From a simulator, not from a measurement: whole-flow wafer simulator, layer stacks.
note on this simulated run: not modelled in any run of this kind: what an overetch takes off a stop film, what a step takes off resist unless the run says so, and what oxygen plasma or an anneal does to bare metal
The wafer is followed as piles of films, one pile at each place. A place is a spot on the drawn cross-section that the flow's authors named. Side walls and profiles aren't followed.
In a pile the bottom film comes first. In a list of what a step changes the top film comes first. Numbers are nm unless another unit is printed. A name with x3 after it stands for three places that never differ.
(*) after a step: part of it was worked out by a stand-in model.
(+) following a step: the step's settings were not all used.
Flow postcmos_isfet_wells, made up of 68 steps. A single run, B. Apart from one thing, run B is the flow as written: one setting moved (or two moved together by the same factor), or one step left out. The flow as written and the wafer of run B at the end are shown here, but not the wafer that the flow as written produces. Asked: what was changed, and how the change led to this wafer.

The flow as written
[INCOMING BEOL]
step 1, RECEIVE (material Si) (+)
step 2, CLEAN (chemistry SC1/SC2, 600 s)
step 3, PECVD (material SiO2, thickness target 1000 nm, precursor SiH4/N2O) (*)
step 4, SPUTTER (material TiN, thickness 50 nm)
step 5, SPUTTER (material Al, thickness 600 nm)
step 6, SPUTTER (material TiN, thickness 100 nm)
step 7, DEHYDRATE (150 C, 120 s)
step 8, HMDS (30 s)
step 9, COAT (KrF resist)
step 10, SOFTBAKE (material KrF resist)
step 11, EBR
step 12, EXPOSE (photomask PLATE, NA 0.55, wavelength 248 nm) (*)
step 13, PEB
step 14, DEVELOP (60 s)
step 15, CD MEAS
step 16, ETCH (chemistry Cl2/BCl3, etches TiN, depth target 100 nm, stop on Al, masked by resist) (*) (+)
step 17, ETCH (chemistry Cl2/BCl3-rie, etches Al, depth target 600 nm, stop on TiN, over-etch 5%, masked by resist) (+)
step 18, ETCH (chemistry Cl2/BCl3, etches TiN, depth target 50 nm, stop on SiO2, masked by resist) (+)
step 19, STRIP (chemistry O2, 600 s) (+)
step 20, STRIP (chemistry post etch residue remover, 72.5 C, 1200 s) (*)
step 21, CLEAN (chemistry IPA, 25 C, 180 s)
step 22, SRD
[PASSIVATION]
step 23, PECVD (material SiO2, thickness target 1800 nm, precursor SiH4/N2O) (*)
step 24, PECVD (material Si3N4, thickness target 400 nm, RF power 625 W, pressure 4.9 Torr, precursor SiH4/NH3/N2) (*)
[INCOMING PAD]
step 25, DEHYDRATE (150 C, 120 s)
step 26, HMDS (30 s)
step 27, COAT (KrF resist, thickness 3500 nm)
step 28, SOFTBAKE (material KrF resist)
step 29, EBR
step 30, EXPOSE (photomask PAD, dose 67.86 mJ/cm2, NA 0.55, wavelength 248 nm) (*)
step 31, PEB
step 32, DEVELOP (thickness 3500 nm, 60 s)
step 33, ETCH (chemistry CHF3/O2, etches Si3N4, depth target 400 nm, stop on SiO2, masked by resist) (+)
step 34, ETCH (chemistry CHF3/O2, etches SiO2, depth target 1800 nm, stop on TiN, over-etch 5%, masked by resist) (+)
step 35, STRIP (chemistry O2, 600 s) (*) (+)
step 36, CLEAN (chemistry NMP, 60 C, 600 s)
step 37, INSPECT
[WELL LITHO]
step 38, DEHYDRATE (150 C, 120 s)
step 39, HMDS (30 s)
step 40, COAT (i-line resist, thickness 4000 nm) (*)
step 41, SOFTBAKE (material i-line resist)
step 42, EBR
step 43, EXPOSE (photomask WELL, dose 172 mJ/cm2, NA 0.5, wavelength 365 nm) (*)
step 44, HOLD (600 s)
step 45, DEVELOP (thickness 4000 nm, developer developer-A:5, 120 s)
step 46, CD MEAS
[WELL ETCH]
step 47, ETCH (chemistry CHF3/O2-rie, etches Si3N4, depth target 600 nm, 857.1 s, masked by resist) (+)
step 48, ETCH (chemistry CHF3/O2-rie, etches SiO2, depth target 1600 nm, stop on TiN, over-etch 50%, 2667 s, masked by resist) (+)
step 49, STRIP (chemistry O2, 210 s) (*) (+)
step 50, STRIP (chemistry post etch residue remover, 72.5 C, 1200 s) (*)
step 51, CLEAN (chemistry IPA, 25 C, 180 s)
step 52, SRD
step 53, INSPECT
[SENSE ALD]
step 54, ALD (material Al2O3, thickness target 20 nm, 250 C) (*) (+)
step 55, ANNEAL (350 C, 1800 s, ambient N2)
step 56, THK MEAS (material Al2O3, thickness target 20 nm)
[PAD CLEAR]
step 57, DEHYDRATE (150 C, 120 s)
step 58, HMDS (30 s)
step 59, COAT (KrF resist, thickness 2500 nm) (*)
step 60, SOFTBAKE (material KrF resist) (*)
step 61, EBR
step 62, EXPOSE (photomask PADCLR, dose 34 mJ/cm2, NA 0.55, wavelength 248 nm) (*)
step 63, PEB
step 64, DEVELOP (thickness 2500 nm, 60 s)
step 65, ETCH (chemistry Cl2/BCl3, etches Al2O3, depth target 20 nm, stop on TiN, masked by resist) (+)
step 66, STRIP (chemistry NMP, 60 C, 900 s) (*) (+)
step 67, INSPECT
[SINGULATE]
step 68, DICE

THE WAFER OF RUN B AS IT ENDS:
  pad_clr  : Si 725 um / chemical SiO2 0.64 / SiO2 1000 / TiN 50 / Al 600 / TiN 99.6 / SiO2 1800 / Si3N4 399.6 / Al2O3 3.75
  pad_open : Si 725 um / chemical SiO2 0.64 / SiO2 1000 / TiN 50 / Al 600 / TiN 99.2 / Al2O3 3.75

Cause: step 65, ETCH: depth target 16.25 nm was run, whereas the flow has depth target 20 nm.

The path from the change to this, step by step:
  step 65, ETCH (chemistry Cl2/BCl3, etches Al2O3, depth target 20 nm, stop on TiN, masked by resist) (+)
      pad_clr, pad_open: -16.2 Al2O3 (it would be, as written: -20 Al2O3 (all of it))
      field, margin, pad_rim: -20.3 KrF resist (it would be, as written: -25 KrF resist)
